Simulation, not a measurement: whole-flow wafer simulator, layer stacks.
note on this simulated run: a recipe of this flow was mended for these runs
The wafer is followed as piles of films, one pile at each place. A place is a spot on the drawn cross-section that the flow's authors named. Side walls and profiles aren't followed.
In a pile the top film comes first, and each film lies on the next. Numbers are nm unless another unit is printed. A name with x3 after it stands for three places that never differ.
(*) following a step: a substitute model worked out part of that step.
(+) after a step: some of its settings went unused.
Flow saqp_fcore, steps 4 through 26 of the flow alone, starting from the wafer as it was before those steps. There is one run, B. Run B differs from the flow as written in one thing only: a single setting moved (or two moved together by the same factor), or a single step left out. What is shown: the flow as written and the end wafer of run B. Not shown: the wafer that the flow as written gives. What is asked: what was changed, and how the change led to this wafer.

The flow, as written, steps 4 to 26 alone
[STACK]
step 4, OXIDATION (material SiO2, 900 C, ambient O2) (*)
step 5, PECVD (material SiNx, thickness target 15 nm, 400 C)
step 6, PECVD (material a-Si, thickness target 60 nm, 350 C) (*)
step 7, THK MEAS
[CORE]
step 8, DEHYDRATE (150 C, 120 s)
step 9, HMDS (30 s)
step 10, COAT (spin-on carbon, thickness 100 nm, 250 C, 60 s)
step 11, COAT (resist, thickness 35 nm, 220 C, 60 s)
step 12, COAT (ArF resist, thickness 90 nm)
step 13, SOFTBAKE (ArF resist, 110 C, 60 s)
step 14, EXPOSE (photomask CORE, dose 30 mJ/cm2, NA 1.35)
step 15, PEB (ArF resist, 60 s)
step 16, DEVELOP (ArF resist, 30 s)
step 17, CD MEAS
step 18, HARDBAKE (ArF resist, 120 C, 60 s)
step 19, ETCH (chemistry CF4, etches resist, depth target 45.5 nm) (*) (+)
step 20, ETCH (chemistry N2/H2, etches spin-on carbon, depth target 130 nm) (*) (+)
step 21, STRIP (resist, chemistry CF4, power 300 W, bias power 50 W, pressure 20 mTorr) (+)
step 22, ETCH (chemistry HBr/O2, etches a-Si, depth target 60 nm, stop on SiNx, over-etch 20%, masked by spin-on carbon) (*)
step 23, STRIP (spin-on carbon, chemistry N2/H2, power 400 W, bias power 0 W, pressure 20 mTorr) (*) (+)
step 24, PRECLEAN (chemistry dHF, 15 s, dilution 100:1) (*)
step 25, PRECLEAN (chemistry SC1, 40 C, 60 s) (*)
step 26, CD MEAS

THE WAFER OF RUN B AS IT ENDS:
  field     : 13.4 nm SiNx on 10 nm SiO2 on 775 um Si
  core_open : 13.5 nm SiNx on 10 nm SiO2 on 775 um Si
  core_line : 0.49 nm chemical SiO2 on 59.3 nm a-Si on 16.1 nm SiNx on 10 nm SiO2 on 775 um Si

The reason: step 5, PECVD: thickness target 16.1 nm was run, whereas the flow has thickness target 15 nm.
One can read it off the wafer: core_line has SiNx 16.1, and step 5 as written asks for 15 nm.

How this came from the change, step by step:
  step 5, PECVD (material SiNx, thickness target 15 nm, 400 C)
      field, core_open, core_line: SiNx gains 16.1 (new film) (it would be, as written: SiNx gains 15 (new film))
